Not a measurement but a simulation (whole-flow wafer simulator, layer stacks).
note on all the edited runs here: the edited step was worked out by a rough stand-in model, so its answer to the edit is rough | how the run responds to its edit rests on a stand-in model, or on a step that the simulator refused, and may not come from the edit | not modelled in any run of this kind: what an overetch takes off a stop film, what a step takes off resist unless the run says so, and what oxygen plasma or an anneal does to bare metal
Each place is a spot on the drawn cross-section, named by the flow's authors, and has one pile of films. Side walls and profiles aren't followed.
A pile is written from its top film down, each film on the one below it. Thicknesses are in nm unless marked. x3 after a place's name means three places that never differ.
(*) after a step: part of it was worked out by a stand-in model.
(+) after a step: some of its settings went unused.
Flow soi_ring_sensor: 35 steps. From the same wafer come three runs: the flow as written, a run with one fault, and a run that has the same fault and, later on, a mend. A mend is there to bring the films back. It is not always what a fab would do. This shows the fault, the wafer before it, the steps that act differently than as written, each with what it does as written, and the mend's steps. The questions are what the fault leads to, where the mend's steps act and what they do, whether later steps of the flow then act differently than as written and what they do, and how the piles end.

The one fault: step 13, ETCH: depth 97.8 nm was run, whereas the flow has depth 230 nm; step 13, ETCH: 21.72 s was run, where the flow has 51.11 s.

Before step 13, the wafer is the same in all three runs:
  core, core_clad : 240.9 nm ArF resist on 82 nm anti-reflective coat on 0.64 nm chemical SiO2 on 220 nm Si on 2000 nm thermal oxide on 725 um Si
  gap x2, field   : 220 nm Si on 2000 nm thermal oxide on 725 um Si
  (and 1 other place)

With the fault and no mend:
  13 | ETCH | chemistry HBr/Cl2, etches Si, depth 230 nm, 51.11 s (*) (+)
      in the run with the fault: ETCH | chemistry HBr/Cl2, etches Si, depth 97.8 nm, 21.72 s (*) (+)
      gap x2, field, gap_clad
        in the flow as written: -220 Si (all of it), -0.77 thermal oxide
        in the run with the fault: -97.8 Si
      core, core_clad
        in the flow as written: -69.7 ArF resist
        in the run with the fault: -29.6 ArF resist
  Steps further on in the flow that do not act as written (1 other step is not shown; it differs only slightly, by no more than 2% or 0.5 nm, whichever is larger):
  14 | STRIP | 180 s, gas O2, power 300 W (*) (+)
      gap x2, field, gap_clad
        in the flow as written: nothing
        in the run with the fault: +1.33 chemical SiO2 (new film), -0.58 Si
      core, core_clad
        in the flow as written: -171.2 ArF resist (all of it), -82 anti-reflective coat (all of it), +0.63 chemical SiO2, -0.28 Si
        in the run with the fault: -211.3 ArF resist (all of it), -82 anti-reflective coat (all of it), +0.62 chemical SiO2, -0.27 Si
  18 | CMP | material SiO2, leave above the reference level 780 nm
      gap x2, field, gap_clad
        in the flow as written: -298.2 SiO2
        in the run with the fault: -422 SiO2
  At field, the piles at the end differ from the flow's by more than 2% or 0.5 nm, whichever is larger.
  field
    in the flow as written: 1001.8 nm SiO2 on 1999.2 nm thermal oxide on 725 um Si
    in the run with the fault: 878 nm SiO2 on 1.33 nm chemical SiO2 on 121.6 nm Si on 2000 nm thermal oxide on 725 um Si

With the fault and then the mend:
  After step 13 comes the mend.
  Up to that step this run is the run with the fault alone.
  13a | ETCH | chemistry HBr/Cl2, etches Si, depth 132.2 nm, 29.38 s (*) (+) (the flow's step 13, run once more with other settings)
      gap x2, field, gap_clad
        -122.2 Si (all of it), -0.77 thermal oxide
      core, core_clad
        -40.1 ArF resist
  None of the later steps of the flow acts differently than as written at any place that is followed.
  By the end, the piles equal the flow's at every place that both follow.
